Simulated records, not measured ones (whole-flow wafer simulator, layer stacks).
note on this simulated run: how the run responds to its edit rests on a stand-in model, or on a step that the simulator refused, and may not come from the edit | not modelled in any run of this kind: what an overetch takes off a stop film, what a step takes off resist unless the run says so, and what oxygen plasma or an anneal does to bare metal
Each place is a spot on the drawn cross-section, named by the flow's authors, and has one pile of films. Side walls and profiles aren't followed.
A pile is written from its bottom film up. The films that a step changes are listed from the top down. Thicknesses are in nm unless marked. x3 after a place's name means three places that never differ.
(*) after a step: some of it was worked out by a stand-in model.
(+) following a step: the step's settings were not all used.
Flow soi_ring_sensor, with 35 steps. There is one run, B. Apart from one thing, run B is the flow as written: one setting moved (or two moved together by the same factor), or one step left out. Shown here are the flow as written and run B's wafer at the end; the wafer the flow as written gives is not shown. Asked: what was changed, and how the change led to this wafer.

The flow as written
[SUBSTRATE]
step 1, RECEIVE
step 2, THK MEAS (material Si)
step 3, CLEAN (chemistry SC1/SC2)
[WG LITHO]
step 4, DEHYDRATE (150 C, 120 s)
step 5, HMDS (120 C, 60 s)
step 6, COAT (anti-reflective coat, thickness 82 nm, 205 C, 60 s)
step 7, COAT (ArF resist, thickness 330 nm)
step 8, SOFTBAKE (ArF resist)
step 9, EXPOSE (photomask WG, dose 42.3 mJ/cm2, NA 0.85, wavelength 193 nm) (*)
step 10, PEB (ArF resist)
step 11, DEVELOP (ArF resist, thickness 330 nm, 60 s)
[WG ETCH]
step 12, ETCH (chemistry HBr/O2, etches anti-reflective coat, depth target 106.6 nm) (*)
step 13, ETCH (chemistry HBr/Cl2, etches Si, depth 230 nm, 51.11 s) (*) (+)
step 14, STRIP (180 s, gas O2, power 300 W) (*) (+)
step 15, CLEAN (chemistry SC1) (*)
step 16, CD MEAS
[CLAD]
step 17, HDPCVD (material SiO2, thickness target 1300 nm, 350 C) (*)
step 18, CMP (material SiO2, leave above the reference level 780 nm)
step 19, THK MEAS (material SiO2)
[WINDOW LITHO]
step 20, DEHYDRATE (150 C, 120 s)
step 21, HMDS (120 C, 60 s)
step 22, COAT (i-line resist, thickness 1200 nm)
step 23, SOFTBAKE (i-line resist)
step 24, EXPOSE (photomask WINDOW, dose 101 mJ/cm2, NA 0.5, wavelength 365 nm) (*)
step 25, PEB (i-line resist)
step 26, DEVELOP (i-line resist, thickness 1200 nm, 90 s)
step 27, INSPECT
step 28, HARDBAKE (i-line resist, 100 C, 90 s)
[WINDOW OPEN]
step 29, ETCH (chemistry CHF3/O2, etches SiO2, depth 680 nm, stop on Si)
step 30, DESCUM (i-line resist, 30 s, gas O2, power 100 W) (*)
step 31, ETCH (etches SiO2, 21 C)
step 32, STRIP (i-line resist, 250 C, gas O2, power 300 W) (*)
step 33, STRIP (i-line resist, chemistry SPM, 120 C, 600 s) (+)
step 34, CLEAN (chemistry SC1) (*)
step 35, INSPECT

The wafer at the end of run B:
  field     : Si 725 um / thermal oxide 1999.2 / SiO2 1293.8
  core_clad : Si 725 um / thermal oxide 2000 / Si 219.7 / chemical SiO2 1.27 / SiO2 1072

The reason: step 18, CMP: leave above the reference level 1072 nm was run, whereas the flow has leave above the reference level 780 nm.
The wafer lets one read it off: core_clad has SiO2 1072, and step 18 as written asks for 780 nm.

How this came from the change, step by step:
  step 18, CMP (material SiO2, leave above the reference level 780 nm)
      gap, window, field, gap_clad: SiO2 loses 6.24 (as written it would have been: SiO2 loses 298.2)
      core, core_clad: SiO2 loses 228 (as written it would have been: SiO2 loses 520)
  step 31, ETCH (etches SiO2, 21 C)
      core: SiO2 loses 392 (all of it), chemical SiO2 loses 1.27 (all of it) (as written it would have been: SiO2 loses 100 (all of it), chemical SiO2 loses 1.27 (all of it))
